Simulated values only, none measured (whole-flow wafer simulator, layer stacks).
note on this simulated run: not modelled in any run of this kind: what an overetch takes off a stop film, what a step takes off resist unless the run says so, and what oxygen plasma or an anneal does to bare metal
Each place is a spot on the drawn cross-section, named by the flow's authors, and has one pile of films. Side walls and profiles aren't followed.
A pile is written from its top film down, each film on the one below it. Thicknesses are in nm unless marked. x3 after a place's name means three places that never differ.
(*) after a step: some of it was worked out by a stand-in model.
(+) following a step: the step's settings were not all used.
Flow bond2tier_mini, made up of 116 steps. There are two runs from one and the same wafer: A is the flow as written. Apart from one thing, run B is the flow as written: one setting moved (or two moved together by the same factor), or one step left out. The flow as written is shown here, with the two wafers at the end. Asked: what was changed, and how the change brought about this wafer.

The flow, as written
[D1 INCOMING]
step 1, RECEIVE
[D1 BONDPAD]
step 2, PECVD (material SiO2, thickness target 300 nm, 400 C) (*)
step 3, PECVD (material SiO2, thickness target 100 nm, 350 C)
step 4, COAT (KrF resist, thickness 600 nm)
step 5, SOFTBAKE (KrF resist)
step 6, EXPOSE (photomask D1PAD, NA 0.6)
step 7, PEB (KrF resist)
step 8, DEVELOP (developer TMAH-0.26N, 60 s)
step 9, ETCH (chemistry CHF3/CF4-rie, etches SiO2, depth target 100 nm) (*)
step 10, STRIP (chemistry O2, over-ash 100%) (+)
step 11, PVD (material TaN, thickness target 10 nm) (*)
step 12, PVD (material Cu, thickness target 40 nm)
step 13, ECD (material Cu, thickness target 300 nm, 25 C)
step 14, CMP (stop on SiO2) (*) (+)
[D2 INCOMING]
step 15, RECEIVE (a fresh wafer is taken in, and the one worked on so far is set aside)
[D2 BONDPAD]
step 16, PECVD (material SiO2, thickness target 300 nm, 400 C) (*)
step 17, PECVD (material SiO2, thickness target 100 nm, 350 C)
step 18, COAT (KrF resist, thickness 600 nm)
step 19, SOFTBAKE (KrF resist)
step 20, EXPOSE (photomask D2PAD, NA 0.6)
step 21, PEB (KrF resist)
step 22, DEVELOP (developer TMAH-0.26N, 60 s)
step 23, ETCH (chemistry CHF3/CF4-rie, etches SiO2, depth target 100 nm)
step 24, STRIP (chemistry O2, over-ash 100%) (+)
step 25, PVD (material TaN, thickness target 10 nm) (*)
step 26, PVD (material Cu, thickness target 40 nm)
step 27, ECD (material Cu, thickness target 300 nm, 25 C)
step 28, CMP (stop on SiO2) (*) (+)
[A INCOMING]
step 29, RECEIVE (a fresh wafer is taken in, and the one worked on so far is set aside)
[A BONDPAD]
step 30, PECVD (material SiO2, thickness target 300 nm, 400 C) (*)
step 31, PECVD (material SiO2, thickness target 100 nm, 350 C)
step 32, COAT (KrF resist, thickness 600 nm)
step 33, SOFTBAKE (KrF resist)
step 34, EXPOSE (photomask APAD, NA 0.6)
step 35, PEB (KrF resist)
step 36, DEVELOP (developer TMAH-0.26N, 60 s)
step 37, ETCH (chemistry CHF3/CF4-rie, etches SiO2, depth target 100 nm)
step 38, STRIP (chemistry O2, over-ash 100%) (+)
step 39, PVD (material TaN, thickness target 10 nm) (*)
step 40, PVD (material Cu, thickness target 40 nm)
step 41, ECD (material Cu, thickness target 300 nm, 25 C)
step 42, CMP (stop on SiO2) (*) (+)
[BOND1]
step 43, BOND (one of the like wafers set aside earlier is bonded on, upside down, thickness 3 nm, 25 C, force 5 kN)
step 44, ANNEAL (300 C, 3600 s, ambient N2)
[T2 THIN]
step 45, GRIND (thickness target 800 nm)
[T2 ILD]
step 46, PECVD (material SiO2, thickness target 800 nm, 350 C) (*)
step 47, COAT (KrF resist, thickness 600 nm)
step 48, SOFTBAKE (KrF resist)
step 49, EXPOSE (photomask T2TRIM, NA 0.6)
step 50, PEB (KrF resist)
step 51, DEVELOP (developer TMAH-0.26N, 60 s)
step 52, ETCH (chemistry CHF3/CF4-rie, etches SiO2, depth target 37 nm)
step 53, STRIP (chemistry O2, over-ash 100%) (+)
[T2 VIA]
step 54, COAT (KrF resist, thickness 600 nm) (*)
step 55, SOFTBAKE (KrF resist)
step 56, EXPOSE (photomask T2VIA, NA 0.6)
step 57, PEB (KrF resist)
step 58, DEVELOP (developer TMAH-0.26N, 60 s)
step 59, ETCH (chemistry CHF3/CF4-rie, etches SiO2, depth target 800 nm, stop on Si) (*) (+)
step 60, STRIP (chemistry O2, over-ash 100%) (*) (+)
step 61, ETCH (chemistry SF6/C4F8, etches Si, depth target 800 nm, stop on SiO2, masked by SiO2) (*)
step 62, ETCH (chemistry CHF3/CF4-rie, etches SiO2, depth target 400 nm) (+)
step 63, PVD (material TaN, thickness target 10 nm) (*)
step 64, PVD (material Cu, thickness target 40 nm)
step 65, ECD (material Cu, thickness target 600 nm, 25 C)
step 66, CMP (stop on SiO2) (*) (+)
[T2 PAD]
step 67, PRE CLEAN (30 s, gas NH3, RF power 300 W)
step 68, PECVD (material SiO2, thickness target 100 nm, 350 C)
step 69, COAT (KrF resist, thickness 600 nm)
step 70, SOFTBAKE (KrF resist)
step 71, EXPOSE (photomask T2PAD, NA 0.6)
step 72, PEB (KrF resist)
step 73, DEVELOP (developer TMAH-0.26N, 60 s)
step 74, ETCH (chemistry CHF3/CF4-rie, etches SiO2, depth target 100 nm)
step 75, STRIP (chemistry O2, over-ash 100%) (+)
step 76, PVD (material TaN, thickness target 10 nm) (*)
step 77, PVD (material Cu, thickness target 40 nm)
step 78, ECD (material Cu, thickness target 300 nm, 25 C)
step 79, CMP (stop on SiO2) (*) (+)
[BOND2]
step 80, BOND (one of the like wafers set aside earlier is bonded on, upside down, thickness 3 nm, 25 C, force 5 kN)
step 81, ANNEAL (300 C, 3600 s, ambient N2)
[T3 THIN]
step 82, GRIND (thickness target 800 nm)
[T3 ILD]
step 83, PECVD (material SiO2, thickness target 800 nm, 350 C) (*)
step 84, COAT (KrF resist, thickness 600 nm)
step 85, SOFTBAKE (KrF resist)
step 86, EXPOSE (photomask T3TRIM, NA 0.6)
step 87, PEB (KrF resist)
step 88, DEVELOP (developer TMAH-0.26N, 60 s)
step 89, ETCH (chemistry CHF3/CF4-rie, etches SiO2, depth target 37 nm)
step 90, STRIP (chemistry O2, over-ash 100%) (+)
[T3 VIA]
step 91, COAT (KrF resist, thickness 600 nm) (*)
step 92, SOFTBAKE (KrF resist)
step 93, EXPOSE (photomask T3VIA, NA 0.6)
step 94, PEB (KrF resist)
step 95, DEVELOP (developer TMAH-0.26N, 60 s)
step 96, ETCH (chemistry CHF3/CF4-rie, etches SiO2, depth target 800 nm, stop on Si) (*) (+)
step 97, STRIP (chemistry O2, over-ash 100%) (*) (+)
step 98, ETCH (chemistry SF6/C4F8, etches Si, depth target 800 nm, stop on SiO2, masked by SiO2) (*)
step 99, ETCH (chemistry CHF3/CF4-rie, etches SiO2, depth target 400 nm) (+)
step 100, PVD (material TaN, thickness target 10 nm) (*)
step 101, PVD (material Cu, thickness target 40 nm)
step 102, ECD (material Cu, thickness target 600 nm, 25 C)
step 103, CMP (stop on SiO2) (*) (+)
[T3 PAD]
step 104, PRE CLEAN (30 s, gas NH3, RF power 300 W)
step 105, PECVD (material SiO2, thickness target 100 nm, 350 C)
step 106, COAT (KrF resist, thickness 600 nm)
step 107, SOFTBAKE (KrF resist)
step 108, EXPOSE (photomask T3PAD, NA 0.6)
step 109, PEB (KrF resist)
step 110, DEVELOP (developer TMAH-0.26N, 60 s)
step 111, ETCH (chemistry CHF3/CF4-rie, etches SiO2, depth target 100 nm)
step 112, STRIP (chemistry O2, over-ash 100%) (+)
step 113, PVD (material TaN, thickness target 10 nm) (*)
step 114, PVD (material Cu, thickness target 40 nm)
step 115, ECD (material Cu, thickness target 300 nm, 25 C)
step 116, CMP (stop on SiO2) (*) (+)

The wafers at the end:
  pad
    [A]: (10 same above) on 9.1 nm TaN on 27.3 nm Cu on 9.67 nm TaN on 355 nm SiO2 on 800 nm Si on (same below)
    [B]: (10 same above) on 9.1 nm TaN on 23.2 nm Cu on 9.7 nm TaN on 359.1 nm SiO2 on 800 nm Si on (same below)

What caused this: step 52, ETCH: depth target 32.9 nm was run, though the flow has depth target 37 nm.

How this came from the change, step by step:
  step 52, ETCH (chemistry CHF3/CF4-rie, etches SiO2, depth target 37 nm)
      pad, via: A -37 SiO2 | B -32.9 SiO2
      field: A -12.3 KrF resist | B -11 KrF resist
